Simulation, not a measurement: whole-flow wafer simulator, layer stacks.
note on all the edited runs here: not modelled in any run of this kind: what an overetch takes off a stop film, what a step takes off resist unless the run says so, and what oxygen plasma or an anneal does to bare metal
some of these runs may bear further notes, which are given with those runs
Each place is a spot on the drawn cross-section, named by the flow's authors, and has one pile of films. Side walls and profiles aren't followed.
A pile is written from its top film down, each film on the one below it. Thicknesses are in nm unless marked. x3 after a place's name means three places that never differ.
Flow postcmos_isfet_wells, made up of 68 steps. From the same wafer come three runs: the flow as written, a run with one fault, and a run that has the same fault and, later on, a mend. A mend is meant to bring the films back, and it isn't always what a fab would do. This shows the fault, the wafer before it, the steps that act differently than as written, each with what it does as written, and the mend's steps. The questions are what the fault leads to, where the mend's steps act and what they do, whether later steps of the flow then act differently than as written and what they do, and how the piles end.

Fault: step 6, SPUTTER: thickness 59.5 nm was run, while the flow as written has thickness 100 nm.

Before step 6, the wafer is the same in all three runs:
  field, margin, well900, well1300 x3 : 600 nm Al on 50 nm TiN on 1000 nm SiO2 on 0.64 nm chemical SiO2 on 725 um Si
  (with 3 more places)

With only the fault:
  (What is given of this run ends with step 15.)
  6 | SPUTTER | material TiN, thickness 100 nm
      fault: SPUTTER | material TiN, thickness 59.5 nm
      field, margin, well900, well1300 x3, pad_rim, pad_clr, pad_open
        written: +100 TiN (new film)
        fault: +59.5 TiN (new film)
  Every later step of the flow up to step 15 that is run acts as written at every place that is followed.
  After step 15, at field, margin, well900, well1300 x3, pad_rim, pad_clr, pad_open, the piles differ from the flow's by more than 2% or 0.5 nm, whichever is larger.
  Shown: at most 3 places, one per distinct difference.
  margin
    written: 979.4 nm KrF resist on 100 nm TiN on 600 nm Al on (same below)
    fault: 979.4 nm KrF resist on 59.5 nm TiN on 600 nm Al on (same below)
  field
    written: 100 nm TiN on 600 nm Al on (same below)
    fault: 59.5 nm TiN on 600 nm Al on (same below)

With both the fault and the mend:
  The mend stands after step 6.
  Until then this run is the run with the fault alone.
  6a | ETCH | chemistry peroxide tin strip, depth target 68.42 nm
      field, margin, well900, well1300 x3, pad_rim, pad_clr, pad_open
        -59.5 TiN (all of it)
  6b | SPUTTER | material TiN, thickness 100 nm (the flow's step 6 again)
      field, margin, well900, well1300 x3, pad_rim, pad_clr, pad_open
        +100 TiN (new film)
  Every later step of the flow that is run acts as written at every place that is followed.
  The piles end the same as the flow's at every place that both follow.
